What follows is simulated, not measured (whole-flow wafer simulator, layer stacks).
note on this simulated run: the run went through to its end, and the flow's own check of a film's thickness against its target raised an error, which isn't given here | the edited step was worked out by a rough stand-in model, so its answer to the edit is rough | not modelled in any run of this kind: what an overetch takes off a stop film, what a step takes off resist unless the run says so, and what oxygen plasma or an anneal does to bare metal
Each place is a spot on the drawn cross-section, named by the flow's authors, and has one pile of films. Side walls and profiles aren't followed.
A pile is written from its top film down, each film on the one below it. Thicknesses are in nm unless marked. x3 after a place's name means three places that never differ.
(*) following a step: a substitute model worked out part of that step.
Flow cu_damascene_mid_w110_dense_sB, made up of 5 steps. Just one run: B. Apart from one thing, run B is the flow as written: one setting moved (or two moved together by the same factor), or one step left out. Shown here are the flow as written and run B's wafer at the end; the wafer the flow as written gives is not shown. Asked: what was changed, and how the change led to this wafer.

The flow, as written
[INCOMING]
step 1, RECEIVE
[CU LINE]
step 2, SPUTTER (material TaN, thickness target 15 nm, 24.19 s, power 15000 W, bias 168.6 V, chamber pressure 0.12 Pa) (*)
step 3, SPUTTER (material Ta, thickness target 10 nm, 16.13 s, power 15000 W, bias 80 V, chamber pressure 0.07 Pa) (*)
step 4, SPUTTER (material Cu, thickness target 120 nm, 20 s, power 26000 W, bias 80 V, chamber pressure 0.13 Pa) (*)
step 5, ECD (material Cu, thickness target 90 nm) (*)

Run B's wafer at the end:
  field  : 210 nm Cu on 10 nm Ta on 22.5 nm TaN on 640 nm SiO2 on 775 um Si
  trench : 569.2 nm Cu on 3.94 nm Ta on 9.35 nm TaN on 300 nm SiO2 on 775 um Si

Cause: step 2, SPUTTER: 36.29 s was run, whereas the flow has 24.19 s.

The path from the change to this, step by step:
  step 2, SPUTTER (material TaN, thickness target 15 nm, 24.19 s, power 15000 W, bias 168.6 V, chamber pressure 0.12 Pa) (*)
      field: +22.5 TaN (new film) (as written it would have been: +15 TaN (new film))
      trench: +9.35 TaN (new film) (as written it would have been: +6.23 TaN (new film))
  step 4, SPUTTER (material Cu, thickness target 120 nm, 20 s, power 26000 W, bias 80 V, chamber pressure 0.13 Pa) (*)
      trench: +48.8 Cu (new film) (as written it would have been: +49.9 Cu (new film))
